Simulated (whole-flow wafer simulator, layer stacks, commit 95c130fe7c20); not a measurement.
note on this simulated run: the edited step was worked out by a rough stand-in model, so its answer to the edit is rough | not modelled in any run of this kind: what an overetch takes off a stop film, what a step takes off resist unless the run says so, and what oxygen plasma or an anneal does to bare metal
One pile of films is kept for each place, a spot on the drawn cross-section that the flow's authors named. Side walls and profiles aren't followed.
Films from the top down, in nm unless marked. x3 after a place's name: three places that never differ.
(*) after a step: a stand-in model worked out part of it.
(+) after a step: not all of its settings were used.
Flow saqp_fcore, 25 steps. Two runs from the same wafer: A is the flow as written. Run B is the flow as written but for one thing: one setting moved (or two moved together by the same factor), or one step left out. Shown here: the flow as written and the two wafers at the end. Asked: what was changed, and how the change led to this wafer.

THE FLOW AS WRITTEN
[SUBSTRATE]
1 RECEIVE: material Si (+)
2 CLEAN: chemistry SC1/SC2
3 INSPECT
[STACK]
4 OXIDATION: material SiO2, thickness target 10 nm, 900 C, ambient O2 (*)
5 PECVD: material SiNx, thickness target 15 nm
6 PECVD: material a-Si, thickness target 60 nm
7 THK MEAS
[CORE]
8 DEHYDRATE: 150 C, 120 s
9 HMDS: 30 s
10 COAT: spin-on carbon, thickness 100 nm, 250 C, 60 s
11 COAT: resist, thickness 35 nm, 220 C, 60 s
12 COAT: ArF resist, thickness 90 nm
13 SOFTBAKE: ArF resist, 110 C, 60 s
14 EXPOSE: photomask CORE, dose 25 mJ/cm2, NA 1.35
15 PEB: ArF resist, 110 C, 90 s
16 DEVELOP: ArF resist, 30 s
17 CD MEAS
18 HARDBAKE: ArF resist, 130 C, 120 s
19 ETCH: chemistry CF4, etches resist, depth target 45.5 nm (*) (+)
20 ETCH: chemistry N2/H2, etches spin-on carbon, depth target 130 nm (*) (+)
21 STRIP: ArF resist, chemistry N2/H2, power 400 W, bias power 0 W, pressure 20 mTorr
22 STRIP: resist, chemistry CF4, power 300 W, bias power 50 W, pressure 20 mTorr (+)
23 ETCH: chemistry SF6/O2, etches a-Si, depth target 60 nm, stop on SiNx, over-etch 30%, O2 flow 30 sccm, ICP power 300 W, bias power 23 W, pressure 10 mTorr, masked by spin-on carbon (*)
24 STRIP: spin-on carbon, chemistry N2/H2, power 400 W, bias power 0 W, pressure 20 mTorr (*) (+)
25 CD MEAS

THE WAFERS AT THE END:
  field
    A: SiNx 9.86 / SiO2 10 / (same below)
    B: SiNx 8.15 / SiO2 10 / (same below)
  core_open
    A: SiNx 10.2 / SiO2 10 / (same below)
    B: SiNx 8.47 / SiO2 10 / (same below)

The cause: step 23, ETCH: depth target 70.5 nm was run, where the flow has depth target 60 nm.

How the change led to this, step by step:
  23 ETCH: chemistry SF6/O2, etches a-Si, depth target 60 nm, stop on SiNx, over-etch 30%, O2 flow 30 sccm, ICP power 300 W, bias power 23 W, pressure 10 mTorr, masked by spin-on carbon (*)
      field: A a-Si -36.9 (all of it), SiNx -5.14 | B a-Si -36.9 (all of it), SiNx -6.85
      core_open: A a-Si -39.4 (all of it), SiNx -4.82 | B a-Si -39.4 (all of it), SiNx -6.53
